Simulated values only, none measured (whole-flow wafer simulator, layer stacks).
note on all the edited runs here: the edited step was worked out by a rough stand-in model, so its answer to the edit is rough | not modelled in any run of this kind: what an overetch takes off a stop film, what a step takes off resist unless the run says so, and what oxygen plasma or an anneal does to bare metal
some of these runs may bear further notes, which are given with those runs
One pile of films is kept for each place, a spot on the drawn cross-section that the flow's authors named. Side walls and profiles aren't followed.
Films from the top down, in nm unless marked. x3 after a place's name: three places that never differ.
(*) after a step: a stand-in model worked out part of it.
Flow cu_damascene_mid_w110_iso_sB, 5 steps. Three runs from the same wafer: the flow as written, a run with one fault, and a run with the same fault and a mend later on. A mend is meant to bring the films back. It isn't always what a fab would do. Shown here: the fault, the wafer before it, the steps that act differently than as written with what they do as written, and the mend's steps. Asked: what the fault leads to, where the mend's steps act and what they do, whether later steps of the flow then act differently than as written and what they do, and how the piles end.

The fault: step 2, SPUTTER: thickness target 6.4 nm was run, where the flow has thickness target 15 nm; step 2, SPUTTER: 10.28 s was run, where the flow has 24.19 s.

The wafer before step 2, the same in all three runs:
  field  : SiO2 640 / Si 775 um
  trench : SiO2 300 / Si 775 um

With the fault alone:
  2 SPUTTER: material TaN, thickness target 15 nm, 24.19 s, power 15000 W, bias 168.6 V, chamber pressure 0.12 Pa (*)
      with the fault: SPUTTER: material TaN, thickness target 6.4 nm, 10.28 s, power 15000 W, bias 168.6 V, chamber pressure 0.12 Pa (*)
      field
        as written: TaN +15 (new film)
        with the fault: TaN +6.4 (new film)
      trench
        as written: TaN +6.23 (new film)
        with the fault: TaN +2.66 (new film)
  Later steps of the flow that act differently than as written (2 more steps differ only slightly, by at most 2% or 0.5 nm, whichever is larger, and aren't shown):
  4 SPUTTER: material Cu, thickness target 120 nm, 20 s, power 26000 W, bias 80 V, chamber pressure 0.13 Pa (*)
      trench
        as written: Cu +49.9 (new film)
        with the fault: Cu +51.3 (new film)
  At the end the piles differ from the flow's by more than 2% or 0.5 nm, whichever is larger, at field, trench.
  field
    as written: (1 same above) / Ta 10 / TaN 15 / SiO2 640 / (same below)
    with the fault: (1 same above) / Ta 10 / TaN 6.4 / SiO2 640 / (same below)
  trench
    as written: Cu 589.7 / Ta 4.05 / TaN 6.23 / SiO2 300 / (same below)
    with the fault: Cu 584.6 / Ta 4.15 / TaN 2.66 / SiO2 300 / (same below)

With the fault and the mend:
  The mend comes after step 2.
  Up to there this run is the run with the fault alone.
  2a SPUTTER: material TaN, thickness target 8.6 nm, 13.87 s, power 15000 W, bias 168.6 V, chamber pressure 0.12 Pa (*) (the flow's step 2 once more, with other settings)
      field
        TaN +8.6
      trench
        TaN +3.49
  No later step of the flow acts differently than as written, at any place that is followed, by more than 2% or 0.5 nm, whichever is larger.
  At the end the piles differ from the flow's only slightly at the places that both follow, by at most 2% or 0.5 nm, whichever is larger.
